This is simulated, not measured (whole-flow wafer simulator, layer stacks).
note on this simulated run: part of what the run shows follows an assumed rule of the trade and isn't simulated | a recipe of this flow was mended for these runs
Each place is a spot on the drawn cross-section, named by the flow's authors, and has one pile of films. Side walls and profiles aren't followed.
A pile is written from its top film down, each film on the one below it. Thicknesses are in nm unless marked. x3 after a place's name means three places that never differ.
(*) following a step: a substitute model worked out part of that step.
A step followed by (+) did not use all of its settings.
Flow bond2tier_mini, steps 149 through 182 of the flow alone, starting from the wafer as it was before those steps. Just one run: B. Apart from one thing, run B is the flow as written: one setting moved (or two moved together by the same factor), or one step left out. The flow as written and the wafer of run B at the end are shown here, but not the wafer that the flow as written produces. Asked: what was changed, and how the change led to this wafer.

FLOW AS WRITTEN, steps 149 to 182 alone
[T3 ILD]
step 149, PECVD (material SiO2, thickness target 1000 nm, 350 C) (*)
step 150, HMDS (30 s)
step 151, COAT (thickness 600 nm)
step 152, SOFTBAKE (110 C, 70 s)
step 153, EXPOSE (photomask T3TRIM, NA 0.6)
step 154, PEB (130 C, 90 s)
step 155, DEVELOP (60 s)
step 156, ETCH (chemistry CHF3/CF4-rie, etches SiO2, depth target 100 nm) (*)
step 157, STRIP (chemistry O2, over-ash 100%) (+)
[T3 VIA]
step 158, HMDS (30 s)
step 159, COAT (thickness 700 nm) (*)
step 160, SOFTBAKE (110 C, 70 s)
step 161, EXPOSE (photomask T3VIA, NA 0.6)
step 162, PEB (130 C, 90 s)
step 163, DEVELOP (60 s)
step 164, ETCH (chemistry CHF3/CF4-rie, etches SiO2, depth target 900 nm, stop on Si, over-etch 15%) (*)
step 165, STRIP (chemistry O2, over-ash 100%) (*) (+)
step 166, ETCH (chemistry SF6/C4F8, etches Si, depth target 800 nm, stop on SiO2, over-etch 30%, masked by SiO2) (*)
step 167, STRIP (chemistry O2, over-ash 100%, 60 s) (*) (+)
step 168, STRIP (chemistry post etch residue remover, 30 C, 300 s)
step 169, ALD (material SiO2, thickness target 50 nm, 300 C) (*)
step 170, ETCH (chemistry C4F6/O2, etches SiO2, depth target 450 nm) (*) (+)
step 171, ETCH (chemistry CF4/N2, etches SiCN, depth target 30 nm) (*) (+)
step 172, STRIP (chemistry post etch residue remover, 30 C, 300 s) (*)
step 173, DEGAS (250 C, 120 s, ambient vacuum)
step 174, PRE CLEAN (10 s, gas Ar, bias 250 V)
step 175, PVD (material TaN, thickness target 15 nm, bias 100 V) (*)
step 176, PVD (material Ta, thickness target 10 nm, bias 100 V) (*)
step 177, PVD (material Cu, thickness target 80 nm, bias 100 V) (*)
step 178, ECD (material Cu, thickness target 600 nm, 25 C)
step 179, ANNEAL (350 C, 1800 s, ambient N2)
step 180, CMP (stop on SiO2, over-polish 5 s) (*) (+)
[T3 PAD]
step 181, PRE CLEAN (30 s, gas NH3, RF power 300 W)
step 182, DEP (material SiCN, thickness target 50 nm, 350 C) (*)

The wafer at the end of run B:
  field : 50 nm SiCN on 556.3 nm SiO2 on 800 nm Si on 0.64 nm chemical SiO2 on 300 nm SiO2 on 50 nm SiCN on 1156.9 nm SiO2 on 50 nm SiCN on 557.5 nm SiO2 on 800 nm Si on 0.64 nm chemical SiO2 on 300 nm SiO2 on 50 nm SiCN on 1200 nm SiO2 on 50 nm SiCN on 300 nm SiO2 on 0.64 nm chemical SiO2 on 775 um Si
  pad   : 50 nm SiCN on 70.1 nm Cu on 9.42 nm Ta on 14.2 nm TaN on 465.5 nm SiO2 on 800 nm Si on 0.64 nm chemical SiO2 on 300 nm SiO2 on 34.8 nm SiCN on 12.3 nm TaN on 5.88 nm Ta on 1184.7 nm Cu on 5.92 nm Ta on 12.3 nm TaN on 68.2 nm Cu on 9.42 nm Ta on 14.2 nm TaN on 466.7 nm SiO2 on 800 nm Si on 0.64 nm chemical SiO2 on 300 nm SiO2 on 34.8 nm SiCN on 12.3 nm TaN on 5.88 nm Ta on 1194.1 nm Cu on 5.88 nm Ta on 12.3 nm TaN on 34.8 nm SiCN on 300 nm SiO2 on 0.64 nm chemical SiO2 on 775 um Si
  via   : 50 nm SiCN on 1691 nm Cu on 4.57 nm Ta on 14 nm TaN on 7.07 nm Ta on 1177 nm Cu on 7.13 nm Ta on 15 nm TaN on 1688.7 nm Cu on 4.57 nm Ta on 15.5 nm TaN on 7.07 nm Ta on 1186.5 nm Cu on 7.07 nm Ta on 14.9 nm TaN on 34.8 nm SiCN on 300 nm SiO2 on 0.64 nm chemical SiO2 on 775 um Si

What caused this: step 174, PRE CLEAN: 14 s was run, while the flow as written has 10 s.

How this came from the change, step by step:
  step 174, PRE CLEAN (10 s, gas Ar, bias 250 V)
      field, pad: -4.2 SiO2 (as written it would have been: -3 SiO2)
      via: -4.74 TaN (as written it would have been: -3.19 TaN)
